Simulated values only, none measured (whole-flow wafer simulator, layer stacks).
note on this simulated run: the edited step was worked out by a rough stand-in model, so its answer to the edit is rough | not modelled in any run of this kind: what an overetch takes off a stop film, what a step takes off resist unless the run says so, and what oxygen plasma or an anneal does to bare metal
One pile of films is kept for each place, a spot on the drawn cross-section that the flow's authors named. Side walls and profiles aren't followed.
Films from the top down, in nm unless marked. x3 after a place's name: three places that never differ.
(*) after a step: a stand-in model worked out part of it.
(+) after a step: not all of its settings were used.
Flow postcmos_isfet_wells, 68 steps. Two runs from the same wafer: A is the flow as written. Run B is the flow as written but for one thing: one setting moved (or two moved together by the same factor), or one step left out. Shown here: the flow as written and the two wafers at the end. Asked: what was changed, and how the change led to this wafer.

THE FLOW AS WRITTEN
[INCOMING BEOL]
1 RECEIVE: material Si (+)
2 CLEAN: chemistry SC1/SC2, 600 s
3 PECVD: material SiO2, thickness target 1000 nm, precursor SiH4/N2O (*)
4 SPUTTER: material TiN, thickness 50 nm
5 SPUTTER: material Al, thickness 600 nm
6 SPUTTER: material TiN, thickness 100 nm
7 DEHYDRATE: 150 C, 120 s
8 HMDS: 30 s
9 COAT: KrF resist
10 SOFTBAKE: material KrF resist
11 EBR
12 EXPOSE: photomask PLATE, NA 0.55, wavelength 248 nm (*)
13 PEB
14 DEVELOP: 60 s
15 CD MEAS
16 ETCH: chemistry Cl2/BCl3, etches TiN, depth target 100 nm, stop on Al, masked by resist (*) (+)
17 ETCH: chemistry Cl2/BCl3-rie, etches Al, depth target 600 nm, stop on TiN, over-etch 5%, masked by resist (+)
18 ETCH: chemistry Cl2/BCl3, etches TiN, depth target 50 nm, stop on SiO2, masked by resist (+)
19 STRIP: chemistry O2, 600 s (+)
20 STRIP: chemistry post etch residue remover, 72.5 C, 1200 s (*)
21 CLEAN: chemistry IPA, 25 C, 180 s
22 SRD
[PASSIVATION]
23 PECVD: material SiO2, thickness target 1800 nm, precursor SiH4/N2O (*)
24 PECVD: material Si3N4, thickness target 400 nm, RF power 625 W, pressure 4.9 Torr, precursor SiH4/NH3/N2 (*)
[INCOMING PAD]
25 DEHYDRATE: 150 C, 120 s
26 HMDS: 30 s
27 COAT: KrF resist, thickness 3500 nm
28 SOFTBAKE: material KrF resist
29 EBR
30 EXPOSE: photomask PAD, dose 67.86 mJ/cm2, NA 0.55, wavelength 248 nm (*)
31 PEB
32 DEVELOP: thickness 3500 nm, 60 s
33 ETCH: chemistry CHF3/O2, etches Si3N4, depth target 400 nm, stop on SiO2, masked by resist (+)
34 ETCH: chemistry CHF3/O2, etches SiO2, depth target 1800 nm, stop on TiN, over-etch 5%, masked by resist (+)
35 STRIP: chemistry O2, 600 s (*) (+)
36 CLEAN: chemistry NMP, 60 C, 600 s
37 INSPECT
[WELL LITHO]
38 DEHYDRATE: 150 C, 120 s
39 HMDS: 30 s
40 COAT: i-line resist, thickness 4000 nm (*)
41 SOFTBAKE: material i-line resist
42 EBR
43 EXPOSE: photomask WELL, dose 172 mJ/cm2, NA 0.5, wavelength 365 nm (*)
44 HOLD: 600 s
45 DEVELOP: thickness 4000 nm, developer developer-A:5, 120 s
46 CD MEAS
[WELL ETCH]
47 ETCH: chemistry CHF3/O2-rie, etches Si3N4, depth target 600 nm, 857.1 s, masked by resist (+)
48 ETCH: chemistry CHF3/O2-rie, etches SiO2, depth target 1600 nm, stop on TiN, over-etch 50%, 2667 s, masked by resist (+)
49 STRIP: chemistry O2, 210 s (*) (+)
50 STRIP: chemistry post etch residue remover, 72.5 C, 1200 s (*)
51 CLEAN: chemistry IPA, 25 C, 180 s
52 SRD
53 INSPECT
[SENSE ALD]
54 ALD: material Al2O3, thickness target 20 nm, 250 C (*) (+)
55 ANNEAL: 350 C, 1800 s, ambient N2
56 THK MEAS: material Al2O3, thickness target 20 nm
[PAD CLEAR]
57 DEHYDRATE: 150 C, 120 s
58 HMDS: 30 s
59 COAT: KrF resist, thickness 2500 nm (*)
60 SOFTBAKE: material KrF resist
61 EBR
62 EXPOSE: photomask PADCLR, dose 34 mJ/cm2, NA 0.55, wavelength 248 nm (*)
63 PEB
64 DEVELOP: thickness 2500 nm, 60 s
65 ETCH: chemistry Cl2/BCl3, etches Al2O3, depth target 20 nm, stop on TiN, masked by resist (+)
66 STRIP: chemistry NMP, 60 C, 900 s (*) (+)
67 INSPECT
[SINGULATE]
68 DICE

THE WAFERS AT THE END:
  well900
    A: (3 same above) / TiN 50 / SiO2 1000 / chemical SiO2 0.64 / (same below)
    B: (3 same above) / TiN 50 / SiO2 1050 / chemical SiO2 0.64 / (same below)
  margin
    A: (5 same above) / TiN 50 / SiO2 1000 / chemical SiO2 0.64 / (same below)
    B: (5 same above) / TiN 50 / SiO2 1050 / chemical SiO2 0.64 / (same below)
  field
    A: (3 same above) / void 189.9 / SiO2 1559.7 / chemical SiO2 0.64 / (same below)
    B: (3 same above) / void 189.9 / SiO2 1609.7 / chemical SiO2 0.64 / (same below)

The cause: step 3, PECVD: thickness target 1050 nm was run, where the flow has thickness target 1000 nm.
It can be read off the wafer: well900 has SiO2 1050, and step 3 as written asks for 1000 nm.

How the change led to this, step by step:
  3 PECVD: material SiO2, thickness target 1000 nm, precursor SiH4/N2O (*)
      field, margin, well900, well1300 x3, pad_rim, pad_clr, pad_open: A SiO2 +1000 (new film) | B SiO2 +1050 (new film)
